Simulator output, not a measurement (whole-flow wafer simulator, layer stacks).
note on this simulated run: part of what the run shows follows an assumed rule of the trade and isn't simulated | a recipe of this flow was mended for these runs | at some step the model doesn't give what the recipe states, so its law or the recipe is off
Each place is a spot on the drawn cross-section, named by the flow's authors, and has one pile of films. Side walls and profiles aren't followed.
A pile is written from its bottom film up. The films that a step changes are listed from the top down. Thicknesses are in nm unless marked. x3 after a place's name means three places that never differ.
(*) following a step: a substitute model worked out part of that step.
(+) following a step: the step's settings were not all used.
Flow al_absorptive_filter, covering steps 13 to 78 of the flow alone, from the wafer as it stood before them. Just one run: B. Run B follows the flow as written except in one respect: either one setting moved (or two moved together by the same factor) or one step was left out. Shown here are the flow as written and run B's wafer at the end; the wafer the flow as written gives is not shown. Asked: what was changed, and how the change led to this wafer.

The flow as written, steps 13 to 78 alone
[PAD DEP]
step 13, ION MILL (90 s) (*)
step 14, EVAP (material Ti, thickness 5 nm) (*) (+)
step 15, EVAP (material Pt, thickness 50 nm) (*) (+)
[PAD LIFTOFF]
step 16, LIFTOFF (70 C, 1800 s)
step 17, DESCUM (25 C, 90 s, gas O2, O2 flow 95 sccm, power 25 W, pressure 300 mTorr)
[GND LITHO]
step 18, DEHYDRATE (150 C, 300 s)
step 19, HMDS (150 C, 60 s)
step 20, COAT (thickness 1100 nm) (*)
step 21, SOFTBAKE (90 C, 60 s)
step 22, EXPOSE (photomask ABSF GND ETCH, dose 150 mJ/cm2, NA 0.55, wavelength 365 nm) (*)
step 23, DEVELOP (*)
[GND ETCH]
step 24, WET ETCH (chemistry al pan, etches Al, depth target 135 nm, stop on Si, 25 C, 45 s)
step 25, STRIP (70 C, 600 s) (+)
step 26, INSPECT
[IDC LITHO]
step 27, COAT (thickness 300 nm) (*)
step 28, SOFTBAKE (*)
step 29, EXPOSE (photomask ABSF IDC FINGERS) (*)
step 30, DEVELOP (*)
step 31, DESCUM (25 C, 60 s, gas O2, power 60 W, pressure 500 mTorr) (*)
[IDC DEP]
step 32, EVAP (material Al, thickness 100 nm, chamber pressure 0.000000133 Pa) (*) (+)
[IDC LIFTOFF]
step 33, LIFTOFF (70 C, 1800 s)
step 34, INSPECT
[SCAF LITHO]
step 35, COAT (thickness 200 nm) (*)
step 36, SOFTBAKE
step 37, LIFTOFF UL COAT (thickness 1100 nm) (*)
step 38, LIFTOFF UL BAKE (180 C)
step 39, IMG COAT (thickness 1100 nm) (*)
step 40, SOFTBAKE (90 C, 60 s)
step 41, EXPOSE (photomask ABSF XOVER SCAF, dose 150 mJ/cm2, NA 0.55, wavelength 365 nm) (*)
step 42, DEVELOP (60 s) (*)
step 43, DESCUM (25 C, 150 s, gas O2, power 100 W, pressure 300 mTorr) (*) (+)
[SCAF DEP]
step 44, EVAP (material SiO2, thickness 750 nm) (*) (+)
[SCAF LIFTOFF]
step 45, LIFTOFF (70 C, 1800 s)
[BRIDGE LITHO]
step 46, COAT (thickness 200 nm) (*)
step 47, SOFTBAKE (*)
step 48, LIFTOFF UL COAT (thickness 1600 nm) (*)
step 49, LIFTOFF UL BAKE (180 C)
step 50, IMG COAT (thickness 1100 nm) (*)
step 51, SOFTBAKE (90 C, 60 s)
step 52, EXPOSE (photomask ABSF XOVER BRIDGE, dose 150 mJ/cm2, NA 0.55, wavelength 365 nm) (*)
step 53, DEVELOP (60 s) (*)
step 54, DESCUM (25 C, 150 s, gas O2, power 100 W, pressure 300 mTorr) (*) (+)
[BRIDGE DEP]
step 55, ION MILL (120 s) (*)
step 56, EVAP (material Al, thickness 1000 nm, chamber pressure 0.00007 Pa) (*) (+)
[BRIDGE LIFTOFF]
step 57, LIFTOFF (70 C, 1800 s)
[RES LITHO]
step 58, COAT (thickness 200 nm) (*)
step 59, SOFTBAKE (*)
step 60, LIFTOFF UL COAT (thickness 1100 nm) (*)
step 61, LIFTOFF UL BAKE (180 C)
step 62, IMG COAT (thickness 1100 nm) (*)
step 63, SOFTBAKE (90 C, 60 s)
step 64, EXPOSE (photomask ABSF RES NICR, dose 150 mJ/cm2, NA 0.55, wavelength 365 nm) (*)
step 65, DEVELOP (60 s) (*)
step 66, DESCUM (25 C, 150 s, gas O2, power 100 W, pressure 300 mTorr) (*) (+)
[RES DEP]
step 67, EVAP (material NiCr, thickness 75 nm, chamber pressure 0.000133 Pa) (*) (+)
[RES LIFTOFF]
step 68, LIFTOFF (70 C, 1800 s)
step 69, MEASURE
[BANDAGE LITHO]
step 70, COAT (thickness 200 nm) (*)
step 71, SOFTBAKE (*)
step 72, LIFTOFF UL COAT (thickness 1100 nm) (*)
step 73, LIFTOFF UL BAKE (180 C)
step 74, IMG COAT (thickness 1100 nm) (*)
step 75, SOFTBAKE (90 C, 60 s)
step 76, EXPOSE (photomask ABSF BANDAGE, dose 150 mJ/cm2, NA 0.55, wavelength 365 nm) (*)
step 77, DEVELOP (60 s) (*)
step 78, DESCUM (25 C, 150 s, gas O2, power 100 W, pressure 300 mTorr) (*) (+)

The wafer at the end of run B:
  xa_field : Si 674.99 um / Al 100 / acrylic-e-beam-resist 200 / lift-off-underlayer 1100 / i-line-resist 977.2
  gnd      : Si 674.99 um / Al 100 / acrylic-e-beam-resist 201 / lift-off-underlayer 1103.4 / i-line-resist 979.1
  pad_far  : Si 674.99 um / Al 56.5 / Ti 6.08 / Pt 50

Cause: step 14, EVAP: thickness 6.08 nm was run, while the flow as written has thickness 5 nm.
The wafer lets one read it off: pad_far has Ti 6.08, and step 14 as written asks for 5 nm.

The path from the change to this, step by step:
  step 14, EVAP (material Ti, thickness 5 nm) (*) (+)
      gnd, pad_far, pad_near and 11 more: +6.08 Ti (new film) (it would be, as written: +5 Ti (new film))
  step 16, LIFTOFF (70 C, 1800 s)
      gnd, ledge, res and 9 more: -50 Pt (all of it), -6.08 Ti (all of it), -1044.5 i-line-resist (all of it), -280 lift-off-underlayer (all of it) (it would be, as written: -50 Pt (all of it), -5 Ti (all of it), -1044.5 i-line-resist (all of it), -280 lift-off-underlayer (all of it))
